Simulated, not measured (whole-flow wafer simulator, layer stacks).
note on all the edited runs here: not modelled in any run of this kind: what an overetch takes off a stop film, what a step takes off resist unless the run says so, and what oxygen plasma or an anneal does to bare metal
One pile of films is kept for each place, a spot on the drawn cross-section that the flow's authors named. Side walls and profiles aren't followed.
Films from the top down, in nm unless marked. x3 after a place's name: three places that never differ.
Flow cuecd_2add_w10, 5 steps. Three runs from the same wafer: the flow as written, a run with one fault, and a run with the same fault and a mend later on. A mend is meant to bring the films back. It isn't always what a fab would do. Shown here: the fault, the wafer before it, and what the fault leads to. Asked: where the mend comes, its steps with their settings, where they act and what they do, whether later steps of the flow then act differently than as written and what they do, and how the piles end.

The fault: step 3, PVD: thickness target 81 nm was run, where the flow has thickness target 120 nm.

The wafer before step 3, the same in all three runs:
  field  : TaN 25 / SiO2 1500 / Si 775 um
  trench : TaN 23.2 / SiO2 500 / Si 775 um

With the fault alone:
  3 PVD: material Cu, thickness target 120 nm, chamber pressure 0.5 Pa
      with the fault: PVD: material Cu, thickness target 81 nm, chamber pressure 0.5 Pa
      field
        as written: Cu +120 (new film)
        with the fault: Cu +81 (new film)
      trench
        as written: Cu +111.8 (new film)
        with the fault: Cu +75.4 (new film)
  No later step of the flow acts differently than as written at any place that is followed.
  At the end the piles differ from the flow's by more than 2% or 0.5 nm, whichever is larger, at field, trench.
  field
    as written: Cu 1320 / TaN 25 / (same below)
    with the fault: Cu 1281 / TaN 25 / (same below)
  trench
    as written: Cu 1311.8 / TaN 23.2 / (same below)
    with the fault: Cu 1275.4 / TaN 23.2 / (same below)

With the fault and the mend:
  The mend comes after step 3.
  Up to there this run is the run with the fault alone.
  3a PVD: material Cu, thickness target 39 nm, chamber pressure 0.5 Pa (the flow's step 3 once more, with other settings)
      field
        Cu +39
      trench
        Cu +36.2
  No later step of the flow acts differently than as written at any place that is followed.
  At the end the piles differ from the flow's only slightly at the places that both follow, by at most 2% or 0.5 nm, whichever is larger.
